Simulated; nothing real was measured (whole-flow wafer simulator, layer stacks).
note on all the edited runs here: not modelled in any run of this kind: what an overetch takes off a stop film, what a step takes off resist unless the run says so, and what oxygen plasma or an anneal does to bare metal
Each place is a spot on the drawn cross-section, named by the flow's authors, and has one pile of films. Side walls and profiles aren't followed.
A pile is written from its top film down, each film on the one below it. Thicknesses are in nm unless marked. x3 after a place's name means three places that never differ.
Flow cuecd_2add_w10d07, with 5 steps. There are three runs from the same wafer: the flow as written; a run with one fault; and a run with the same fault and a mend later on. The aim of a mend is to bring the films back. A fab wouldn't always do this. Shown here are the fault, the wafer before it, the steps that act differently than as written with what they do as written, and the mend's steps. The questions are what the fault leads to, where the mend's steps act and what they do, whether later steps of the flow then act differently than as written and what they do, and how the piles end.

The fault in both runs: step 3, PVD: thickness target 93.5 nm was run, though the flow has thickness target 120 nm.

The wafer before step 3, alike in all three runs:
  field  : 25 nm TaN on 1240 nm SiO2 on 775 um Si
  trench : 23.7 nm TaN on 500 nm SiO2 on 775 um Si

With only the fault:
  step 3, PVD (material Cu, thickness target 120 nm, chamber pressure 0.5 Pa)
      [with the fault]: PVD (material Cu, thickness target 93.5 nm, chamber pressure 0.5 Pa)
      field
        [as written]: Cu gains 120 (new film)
        [with the fault]: Cu gains 93.5 (new film)
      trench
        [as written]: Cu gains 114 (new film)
        [with the fault]: Cu gains 88.8 (new film)
  None of the later steps of the flow acts differently than as written at any place that is followed.
  The piles end different from the flow's at field, trench by more than 2% or 0.5 nm, whichever is larger.
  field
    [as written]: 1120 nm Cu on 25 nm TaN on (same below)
    [with the fault]: 1093.5 nm Cu on 25 nm TaN on (same below)
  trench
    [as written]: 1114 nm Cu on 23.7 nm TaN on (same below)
    [with the fault]: 1088.8 nm Cu on 23.7 nm TaN on (same below)

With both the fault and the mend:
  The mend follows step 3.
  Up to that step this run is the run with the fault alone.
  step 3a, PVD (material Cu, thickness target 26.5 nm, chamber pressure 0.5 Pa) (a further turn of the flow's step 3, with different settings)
      field
        Cu gains 26.5
      trench
        Cu gains 25.1
  None of the later steps of the flow acts differently than as written at any place that is followed.
  The piles end only slightly different from the flow's at the places that both follow, by no more than 2% or 0.5 nm, whichever is larger.
